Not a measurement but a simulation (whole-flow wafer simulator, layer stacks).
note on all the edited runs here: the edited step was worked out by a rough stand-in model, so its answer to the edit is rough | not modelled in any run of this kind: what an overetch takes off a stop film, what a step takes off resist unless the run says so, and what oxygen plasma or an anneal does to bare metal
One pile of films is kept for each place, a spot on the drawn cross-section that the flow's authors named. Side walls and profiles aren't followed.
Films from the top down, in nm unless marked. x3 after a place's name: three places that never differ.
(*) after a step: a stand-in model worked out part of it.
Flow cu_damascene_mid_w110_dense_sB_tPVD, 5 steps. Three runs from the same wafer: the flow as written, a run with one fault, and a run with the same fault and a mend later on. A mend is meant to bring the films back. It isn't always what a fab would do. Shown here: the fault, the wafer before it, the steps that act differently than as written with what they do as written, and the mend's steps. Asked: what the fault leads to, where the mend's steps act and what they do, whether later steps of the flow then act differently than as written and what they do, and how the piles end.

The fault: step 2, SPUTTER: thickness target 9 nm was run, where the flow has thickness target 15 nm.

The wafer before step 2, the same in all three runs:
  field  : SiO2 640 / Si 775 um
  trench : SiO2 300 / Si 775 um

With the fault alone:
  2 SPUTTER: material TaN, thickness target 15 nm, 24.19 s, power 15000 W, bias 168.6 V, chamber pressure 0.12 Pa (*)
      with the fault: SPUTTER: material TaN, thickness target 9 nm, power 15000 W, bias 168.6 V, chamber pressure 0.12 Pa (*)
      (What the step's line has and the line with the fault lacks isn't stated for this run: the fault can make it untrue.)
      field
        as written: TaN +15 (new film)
        with the fault: TaN +9 (new film)
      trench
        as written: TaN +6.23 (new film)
        with the fault: TaN +3.74 (new film)
  No later step of the flow acts differently than as written, at any place that is followed, by more than 2% or 0.5 nm, whichever is larger.
  At the end the piles differ from the flow's by more than 2% or 0.5 nm, whichever is larger, at field, trench.
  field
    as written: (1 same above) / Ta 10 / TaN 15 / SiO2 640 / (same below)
    with the fault: (1 same above) / Ta 10 / TaN 9 / SiO2 640 / (same below)
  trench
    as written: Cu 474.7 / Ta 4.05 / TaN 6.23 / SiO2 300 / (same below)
    with the fault: Cu 471.1 / Ta 4.12 / TaN 3.74 / SiO2 300 / (same below)

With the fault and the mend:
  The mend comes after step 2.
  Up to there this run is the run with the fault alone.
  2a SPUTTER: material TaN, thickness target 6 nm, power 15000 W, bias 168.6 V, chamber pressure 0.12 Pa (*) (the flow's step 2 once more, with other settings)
      field
        TaN +6
      trench
        TaN +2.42
  No later step of the flow acts differently than as written, at any place that is followed, by more than 2% or 0.5 nm, whichever is larger.
  At the end the piles differ from the flow's only slightly at the places that both follow, by at most 2% or 0.5 nm, whichever is larger.
